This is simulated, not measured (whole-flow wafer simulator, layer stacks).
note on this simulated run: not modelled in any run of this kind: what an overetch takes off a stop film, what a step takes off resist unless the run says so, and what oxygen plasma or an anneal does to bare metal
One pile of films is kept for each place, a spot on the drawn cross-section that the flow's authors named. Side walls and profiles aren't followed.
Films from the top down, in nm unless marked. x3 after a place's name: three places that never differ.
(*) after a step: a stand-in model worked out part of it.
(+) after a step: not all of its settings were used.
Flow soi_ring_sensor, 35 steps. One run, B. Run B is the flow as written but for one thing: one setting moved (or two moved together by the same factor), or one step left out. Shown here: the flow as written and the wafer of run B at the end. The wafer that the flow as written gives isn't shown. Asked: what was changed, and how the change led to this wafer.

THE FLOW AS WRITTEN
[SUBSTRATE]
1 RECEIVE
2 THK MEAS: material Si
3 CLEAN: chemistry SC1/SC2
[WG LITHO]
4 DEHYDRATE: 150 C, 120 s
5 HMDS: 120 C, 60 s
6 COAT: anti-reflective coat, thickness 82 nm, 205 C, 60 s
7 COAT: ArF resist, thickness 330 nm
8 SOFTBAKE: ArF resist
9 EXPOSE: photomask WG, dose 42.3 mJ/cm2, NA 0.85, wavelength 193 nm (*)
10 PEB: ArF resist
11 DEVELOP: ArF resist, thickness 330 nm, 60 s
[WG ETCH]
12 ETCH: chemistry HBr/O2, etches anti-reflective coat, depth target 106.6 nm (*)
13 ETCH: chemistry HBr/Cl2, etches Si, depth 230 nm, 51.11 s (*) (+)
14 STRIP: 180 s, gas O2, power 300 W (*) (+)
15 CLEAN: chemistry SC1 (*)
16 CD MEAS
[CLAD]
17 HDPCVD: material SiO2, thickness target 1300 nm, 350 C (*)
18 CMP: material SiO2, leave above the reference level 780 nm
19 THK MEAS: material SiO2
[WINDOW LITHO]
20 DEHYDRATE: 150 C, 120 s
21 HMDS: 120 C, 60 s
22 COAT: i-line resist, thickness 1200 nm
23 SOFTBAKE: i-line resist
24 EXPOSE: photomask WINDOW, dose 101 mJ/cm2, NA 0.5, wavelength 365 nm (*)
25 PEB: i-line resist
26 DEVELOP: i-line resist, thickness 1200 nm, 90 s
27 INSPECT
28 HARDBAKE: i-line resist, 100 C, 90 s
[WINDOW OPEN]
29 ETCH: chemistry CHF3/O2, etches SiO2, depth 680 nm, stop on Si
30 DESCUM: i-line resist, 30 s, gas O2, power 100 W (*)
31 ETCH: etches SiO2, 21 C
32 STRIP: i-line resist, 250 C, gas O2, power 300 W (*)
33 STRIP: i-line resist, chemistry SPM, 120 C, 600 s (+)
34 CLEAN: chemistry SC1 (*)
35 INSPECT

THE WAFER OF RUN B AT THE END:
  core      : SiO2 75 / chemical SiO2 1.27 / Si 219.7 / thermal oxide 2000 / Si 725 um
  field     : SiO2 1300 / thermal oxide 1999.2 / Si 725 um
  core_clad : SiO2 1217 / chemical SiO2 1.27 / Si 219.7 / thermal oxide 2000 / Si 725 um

The cause: step 18, CMP: leave above the reference level 1217 nm was run, where the flow has leave above the reference level 780 nm.
It can be read off the wafer: core_clad has SiO2 1217, and step 18 as written asks for 780 nm.

How the change led to this, step by step:
  18 CMP: material SiO2, leave above the reference level 780 nm
      gap, window, field, gap_clad: nothing (as written it would be: SiO2 -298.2)
      core, core_clad: SiO2 -83 (as written it would be: SiO2 -520)
  22 COAT: i-line resist, thickness 1200 nm
      core, core_clad: i-line resist +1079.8 (new film) (as written it would be: i-line resist +1200 (new film))
  23 SOFTBAKE: i-line resist
      core, core_clad: i-line resist -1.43 (as written it would be: nothing)
      gap, gap_clad: i-line resist -1.79 (as written it would be: nothing)
  25 PEB: i-line resist
      core, core_clad: i-line resist -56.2 (as written it would be: i-line resist -62.8)
  26 DEVELOP: i-line resist, thickness 1200 nm, 90 s
      core: i-line resist -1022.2 (all of it) (as written it would be: i-line resist -1137.2 (all of it))
  31 ETCH: etches SiO2, 21 C
      core: SiO2 -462 (as written it would be: SiO2 -100 (all of it), chemical SiO2 -1.27 (all of it))
  32 STRIP: i-line resist, 250 C, gas O2, power 300 W (*)
      core: nothing (as written it would be: chemical SiO2 +1.23 (new film), Si -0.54)
      core_clad: i-line resist -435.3 (all of it) (as written it would be: i-line resist -550.1 (all of it))
